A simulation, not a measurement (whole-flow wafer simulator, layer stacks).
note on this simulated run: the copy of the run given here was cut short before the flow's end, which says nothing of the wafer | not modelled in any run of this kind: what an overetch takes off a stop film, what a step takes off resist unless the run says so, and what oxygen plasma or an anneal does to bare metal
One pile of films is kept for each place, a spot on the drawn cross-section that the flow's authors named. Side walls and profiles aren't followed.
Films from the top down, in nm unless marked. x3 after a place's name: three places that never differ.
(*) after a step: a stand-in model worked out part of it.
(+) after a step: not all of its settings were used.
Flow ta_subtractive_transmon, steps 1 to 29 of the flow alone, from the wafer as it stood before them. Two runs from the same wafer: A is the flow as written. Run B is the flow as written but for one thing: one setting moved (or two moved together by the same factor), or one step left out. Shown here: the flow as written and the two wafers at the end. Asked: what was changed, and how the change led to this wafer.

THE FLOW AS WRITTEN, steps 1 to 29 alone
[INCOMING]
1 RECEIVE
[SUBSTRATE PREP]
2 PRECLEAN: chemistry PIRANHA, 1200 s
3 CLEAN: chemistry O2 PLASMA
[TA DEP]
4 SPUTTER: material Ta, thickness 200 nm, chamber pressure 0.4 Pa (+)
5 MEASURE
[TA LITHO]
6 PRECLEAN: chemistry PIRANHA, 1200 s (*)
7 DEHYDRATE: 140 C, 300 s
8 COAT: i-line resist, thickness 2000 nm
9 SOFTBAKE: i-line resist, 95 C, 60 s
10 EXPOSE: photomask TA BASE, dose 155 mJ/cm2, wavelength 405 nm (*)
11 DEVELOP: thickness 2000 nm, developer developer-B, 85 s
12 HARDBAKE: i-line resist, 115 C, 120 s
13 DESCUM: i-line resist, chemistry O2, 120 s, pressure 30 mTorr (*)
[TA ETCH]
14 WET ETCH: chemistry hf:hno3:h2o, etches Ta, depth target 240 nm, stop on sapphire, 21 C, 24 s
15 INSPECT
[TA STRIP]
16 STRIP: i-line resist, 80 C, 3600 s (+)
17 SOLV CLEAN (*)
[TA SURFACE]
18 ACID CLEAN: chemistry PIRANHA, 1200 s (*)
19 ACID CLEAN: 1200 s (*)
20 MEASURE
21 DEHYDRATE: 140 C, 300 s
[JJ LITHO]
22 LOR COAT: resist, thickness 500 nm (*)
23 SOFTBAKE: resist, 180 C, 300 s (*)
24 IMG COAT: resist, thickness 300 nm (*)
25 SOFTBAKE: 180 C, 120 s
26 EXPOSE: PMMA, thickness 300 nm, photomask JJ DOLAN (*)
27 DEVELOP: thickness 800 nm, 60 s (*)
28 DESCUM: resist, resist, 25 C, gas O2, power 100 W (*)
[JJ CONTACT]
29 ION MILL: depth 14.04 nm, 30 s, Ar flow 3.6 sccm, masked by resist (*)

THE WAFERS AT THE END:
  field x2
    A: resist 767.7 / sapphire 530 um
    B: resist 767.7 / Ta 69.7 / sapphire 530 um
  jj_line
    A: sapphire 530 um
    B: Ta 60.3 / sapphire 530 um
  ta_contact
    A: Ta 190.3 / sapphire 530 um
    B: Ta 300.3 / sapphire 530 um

The cause: step 4, SPUTTER: thickness 310 nm was run, where the flow has thickness 200 nm.

How the change led to this, step by step:
  4 SPUTTER: material Ta, thickness 200 nm, chamber pressure 0.4 Pa (+)
      field x2, jj_line, lead, ta_contact, ta_pad: A Ta +200 (new film) | B Ta +310 (new film)
  14 WET ETCH: chemistry hf:hno3:h2o, etches Ta, depth target 240 nm, stop on sapphire, 21 C, 24 s
      field x2, jj_line, lead: A Ta -200 (all of it) | B Ta -240
  22 LOR COAT: resist, thickness 500 nm (*)
      ta_contact: A resist +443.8 (new film) | B resist +433.7 (new film)
  29 ION MILL: depth 14.04 nm, 30 s, Ar flow 3.6 sccm, masked by resist (*)
      jj_line, lead: A sapphire -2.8 | B Ta -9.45
Counting metal films that touch as one body, field x2 has 1 body; the flow as written gives 0 bodies.
Counting metal films that touch as one body, jj_line has 1 body; the flow as written gives 0 bodies.
